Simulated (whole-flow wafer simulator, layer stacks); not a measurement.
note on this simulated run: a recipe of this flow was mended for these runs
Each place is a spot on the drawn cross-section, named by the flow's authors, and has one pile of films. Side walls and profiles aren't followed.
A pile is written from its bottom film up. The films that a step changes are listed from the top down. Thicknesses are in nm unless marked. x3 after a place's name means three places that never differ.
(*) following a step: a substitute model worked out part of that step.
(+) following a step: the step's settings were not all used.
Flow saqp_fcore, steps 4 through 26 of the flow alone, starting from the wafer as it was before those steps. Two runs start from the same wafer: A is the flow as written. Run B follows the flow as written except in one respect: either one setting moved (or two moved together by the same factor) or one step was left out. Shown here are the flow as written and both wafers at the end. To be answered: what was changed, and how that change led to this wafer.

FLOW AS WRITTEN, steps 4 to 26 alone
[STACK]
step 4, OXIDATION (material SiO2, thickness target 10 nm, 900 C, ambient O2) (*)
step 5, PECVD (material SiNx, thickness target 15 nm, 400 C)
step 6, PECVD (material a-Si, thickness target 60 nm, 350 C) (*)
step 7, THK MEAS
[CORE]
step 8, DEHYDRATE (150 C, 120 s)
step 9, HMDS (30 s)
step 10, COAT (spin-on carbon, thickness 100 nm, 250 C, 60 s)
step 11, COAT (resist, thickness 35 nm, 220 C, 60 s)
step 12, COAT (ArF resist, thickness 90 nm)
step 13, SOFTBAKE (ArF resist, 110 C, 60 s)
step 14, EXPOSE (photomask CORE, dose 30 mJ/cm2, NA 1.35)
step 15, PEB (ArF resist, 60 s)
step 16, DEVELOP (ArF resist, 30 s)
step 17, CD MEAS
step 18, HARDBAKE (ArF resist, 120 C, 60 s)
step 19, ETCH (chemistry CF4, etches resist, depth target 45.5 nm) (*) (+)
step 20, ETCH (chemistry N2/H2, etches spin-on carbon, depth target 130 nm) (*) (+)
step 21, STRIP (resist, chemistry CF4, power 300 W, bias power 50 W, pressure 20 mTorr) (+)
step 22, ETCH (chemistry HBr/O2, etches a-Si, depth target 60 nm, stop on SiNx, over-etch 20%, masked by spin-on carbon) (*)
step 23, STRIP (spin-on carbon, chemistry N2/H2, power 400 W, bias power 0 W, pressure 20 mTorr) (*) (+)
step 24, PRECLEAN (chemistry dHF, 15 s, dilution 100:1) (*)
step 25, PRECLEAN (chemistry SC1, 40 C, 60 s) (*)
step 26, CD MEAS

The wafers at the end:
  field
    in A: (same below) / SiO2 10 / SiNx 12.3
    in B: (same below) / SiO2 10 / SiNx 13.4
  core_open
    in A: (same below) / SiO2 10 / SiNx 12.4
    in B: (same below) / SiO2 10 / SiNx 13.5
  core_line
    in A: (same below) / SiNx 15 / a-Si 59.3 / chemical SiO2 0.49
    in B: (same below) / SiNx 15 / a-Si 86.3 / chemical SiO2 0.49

Cause: step 6, PECVD: thickness target 87 nm was run, though the flow has thickness target 60 nm.

How this came from the change, step by step:
  step 6, PECVD (material a-Si, thickness target 60 nm, 350 C) (*)
      field, core_open, core_line: A +60 a-Si (new film) | B +87 a-Si (new film)
  step 22, ETCH (chemistry HBr/O2, etches a-Si, depth target 60 nm, stop on SiNx, over-etch 20%, masked by spin-on carbon) (*)
      field: A -36.8 a-Si (all of it), -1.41 SiNx | B -63.8 a-Si (all of it), -0.33 SiNx
      core_open: A -39.4 a-Si (all of it), -1.3 SiNx | B -66.4 a-Si (all of it), -0.22 SiNx
      (and at 1 other place as well)
  step 23, STRIP (spin-on carbon, chemistry N2/H2, power 400 W, bias power 0 W, pressure 20 mTorr) (*) (+)
      core_line: A -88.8 spin-on carbon (all of it) | B -83.8 spin-on carbon (all of it)
